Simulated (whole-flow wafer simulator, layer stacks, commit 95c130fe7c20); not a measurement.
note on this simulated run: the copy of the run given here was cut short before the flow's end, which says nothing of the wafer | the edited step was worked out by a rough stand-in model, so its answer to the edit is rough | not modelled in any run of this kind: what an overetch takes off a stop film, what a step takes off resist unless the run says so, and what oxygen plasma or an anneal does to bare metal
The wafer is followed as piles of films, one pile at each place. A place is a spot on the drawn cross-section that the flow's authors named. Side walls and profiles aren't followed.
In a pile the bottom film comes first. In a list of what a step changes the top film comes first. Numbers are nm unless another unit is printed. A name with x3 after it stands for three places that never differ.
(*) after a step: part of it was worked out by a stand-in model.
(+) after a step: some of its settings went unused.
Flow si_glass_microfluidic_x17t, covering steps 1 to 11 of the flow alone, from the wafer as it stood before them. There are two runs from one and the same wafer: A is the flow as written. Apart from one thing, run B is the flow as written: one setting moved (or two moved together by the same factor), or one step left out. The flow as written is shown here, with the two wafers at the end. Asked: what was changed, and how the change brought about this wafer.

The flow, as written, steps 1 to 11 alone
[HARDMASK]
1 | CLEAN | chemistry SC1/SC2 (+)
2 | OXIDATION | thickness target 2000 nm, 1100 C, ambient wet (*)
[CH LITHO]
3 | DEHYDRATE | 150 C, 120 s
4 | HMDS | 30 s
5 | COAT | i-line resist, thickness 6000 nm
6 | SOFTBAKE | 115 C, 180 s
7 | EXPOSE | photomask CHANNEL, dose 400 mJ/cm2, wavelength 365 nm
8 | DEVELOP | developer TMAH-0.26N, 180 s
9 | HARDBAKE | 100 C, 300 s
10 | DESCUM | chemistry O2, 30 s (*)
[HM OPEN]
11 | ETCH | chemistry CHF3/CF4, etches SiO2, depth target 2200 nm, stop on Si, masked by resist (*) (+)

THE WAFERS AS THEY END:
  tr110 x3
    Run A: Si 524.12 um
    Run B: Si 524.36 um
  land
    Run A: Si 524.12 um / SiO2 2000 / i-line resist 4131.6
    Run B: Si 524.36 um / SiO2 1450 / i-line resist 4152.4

The reason: step 2, OXIDATION: thickness target 1450 nm was run, while the flow as written has thickness target 2000 nm.
The wafer lets one read it off: land has SiO2 1450, and step 2 as written asks for 2000 nm.

Step by step, how the change led to this:
  2 | OXIDATION | thickness target 2000 nm, 1100 C, ambient wet (*)
      land, tr110 x3: A +2000 SiO2 (new film), -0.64 chemical SiO2 (all of it), -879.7 Si | B +1450 SiO2 (new film), -0.64 chemical SiO2 (all of it), -637.7 Si
  11 | ETCH | chemistry CHF3/CF4, etches SiO2, depth target 2200 nm, stop on Si, masked by resist (*) (+)
      tr110 x3: A -2000 SiO2 (all of it) | B -1450 SiO2 (all of it)
